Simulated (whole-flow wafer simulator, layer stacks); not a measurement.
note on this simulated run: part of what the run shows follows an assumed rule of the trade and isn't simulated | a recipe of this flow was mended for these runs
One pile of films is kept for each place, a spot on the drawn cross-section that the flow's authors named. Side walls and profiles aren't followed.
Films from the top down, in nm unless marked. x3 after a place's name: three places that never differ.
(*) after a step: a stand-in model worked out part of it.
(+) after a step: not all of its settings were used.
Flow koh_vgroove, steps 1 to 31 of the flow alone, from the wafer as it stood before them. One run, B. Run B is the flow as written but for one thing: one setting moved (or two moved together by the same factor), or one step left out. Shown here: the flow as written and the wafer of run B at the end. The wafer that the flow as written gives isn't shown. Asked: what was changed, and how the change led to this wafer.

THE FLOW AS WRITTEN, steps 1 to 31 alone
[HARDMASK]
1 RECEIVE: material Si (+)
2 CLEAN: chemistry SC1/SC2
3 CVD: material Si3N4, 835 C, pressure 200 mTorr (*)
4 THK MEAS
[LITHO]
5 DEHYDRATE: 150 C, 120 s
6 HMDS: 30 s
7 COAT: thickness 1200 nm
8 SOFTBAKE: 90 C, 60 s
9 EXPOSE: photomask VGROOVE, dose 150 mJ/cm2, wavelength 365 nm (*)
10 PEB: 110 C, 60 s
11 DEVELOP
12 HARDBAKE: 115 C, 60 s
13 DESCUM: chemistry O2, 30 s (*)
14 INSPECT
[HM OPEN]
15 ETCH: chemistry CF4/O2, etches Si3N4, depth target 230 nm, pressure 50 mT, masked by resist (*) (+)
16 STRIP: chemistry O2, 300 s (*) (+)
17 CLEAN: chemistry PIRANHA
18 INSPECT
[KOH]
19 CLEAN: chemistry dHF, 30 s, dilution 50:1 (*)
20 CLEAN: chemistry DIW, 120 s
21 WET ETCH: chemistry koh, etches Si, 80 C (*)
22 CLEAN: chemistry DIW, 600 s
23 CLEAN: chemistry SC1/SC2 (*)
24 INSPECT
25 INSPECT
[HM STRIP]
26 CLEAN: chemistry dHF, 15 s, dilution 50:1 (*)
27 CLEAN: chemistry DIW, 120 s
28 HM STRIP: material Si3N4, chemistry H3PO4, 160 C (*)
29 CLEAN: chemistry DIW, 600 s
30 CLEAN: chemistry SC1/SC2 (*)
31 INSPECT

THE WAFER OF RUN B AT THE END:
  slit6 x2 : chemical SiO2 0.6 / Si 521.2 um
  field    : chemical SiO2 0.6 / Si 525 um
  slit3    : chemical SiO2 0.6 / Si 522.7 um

The cause: step 3, CVD: 819 C was run, where the flow has 835 C.

How the change led to this, step by step:
  3 CVD: material Si3N4, 835 C, pressure 200 mTorr (*)
      field, slit3, slit2, slit6 x2: Si3N4 +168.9 (new film) (as written it would be: Si3N4 +200 (new film))
  15 ETCH: chemistry CF4/O2, etches Si3N4, depth target 230 nm, pressure 50 mT, masked by resist (*) (+)
      slit3, slit2, slit6 x2: Si3N4 -168.9 (all of it), chemical SiO2 -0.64 (all of it), Si -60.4 (as written it would be: Si3N4 -200 (all of it), chemical SiO2 -0.64 (all of it), Si -29.4)
  28 HM STRIP: material Si3N4, chemistry H3PO4, 160 C (*)
      field: Si3N4 -167.7 (all of it), chemical SiO2 -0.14, Si -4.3 (as written it would be: Si3N4 -198.7 (all of it), chemical SiO2 -0.14, Si -2.75)
